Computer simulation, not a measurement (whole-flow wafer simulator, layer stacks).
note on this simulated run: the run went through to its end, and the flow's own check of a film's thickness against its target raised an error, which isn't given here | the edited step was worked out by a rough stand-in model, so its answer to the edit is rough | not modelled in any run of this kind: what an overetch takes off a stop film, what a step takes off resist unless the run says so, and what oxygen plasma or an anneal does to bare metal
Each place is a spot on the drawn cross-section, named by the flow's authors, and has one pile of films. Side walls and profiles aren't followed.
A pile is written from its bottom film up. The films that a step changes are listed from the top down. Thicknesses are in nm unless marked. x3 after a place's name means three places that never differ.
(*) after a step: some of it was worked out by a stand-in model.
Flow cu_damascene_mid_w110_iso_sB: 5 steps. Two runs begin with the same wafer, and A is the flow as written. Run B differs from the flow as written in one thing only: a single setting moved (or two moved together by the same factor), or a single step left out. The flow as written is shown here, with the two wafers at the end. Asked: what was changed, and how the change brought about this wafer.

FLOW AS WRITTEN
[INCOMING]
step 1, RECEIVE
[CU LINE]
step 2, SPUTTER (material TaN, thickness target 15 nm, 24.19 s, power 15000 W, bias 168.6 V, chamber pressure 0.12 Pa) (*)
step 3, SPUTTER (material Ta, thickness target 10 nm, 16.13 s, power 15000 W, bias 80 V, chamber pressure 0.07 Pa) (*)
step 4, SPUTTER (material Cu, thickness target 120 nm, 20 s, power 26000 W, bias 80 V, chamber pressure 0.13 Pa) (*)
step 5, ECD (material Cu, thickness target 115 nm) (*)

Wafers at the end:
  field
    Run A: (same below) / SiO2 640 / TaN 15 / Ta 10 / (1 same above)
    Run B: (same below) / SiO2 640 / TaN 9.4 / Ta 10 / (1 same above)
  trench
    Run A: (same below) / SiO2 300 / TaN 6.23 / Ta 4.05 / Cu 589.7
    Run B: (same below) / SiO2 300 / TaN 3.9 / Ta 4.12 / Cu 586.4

Cause: step 2, SPUTTER: thickness target 9.4 nm was run, though the flow has thickness target 15 nm; step 2, SPUTTER: 15.12 s was run, where the flow has 24.19 s.
The wafer lets one read it off: field has TaN 9.4, and step 2 as written asks for 15 nm.

Step by step, how the change led to this:
  step 2, SPUTTER (material TaN, thickness target 15 nm, 24.19 s, power 15000 W, bias 168.6 V, chamber pressure 0.12 Pa) (*)
      field: A TaN gains 15 (new film) | B TaN gains 9.4 (new film)
      trench: A TaN gains 6.23 (new film) | B TaN gains 3.9 (new film)
